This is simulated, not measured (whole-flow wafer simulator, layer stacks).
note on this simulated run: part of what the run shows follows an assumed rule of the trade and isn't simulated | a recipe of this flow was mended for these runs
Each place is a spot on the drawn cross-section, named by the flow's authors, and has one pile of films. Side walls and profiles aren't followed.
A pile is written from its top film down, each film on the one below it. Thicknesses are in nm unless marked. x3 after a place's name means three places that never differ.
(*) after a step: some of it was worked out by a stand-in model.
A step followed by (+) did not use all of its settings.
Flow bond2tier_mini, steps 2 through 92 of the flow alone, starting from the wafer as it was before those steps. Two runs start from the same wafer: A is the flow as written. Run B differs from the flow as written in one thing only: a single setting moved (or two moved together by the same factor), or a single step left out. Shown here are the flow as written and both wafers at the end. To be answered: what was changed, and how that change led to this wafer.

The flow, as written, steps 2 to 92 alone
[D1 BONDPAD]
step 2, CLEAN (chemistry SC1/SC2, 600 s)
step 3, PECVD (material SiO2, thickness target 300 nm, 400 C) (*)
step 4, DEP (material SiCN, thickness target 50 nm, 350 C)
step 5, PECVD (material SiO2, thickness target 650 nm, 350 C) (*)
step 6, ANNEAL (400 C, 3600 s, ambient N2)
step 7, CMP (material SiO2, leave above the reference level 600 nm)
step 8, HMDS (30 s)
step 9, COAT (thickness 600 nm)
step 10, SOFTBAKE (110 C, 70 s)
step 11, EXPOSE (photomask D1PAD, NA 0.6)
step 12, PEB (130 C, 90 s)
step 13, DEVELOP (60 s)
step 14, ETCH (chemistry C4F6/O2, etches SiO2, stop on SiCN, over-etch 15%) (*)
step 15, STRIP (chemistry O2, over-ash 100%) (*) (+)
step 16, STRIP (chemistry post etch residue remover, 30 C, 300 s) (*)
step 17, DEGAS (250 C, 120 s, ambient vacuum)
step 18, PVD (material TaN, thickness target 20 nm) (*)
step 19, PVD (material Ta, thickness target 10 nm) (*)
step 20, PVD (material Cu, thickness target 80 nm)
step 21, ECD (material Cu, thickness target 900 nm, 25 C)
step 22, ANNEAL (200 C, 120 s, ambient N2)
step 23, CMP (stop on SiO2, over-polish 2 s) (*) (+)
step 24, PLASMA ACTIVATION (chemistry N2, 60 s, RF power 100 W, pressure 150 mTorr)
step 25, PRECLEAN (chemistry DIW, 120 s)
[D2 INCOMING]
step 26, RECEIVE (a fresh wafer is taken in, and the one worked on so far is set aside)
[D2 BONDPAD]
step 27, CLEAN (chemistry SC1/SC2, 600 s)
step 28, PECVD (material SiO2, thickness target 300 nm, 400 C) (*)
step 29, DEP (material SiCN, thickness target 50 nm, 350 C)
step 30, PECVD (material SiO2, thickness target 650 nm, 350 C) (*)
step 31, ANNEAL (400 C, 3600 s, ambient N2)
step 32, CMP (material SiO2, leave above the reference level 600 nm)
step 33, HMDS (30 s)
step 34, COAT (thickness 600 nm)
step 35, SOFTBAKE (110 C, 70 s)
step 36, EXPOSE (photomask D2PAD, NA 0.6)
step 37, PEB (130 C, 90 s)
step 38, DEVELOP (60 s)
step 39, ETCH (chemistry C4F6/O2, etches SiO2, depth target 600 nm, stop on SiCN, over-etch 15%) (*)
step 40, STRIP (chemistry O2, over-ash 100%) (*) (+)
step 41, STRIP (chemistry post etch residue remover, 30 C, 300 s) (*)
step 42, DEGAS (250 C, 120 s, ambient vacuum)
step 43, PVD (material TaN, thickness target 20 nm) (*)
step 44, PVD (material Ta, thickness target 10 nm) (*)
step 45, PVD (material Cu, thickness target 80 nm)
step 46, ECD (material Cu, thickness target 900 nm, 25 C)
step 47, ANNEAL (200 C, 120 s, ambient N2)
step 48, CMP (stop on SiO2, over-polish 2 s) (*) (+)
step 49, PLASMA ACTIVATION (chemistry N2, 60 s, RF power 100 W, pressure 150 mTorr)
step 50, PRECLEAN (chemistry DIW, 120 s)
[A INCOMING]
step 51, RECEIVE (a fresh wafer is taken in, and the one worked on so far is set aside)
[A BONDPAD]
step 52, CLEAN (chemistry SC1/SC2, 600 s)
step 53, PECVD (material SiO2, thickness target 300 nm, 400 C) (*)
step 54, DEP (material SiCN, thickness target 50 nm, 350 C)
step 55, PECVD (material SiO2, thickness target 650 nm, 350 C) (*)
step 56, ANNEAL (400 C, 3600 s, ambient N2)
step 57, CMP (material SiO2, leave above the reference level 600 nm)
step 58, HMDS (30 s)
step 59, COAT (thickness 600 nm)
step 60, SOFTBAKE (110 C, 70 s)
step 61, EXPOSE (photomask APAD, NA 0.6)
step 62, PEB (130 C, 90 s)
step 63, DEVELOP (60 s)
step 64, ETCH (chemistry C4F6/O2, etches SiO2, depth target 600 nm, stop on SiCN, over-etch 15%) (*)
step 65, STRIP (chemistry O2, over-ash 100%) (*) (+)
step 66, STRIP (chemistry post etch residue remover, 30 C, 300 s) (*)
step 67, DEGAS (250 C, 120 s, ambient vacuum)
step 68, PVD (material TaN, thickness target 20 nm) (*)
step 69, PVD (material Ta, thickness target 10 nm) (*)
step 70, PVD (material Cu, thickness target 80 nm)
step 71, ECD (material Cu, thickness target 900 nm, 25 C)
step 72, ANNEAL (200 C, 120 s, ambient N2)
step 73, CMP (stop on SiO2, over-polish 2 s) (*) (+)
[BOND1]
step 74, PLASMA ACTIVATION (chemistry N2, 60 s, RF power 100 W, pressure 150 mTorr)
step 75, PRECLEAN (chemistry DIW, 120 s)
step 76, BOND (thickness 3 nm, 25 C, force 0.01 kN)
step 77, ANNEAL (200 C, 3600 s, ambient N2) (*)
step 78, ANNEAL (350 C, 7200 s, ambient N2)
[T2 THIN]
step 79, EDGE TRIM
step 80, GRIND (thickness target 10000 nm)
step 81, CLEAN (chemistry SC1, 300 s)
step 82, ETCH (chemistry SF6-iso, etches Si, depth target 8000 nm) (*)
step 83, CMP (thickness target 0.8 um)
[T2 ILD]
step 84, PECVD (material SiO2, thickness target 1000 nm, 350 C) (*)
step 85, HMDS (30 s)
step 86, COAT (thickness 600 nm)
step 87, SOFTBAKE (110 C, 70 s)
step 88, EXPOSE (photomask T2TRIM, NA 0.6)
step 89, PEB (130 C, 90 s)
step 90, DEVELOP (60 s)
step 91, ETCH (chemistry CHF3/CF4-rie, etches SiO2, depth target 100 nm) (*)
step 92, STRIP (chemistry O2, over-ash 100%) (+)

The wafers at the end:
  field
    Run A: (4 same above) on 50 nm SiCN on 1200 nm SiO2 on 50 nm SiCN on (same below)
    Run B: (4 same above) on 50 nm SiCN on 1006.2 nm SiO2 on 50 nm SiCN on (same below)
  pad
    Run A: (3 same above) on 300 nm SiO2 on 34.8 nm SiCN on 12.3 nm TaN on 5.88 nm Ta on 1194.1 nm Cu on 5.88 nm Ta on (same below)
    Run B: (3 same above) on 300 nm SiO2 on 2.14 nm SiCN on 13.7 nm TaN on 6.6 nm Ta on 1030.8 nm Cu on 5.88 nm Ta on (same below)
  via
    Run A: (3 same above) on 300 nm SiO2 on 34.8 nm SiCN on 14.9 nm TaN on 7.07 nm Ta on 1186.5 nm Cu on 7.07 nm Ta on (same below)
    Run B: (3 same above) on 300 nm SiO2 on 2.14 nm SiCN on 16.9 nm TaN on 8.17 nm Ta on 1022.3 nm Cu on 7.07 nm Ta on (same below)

The reason: step 5, PECVD: thickness target 406.2 nm was run, whereas the flow has thickness target 650 nm.

The path from the change to this, step by step:
  step 5, PECVD (material SiO2, thickness target 650 nm, 350 C) (*)
      field, pad, via: A +650 SiO2 (new film) | B +406.2 SiO2 (new film)
  step 7, CMP (material SiO2, leave above the reference level 600 nm)
      field, pad, via: A -50 SiO2 | B nothing
  step 14, ETCH (chemistry C4F6/O2, etches SiO2, stop on SiCN, over-etch 15%) (*)
      pad, via: A -600 SiO2 (all of it), -15.2 SiCN | B -406.2 SiO2 (all of it), -47.9 SiCN
      field: A -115 thick-KrF-resist | B -77.9 thick-KrF-resist
  step 15, STRIP (chemistry O2, over-ash 100%) (*) (+)
      field: A -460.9 thick-KrF-resist (all of it) | B -498.1 thick-KrF-resist (all of it)
  step 18, PVD (material TaN, thickness target 20 nm) (*)
      pad: A +12.3 TaN (new film) | B +13.7 TaN (new film)
      via: A +14.9 TaN (new film) | B +16.9 TaN (new film)
  step 19, PVD (material Ta, thickness target 10 nm) (*)
      pad: A +5.88 Ta (new film) | B +6.6 Ta (new film)
      via: A +7.07 Ta (new film) | B +8.17 Ta (new film)
  step 20, PVD (material Cu, thickness target 80 nm)
      pad: A +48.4 Cu (new film) | B +54 Cu (new film)
      via: A +59 Cu (new film) | B +67.1 Cu (new film)
  step 21, ECD (material Cu, thickness target 900 nm, 25 C)
      pad: A +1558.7 Cu | B +1389.8 Cu
      via: A +1544.3 Cu | B +1371.9 Cu
  step 76, BOND (thickness 3 nm, 25 C, force 0.01 kN)
      field: A +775 um Si (new film), +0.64 chemical SiO2 (new film), +300 SiO2 (new film), +50 SiCN (new film), +600 SiO2 | B +775 um Si (new film), +0.64 chemical SiO2 (new film), +300 SiO2 (new film), +50 SiCN (new film), +406.2 SiO2
      pad: A +775 um Si (new film), +0.64 chemical SiO2 (new film), +300 SiO2 (new film), +34.8 SiCN (new film), +12.3 TaN (new film), +5.88 Ta (new film), +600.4 Cu | B +775 um Si (new film), +0.64 chemical SiO2 (new film), +300 SiO2 (new film), +2.14 SiCN (new film), +13.7 TaN (new film), +6.6 Ta (new film), +437.2 Cu
      (and at 1 other place as well)
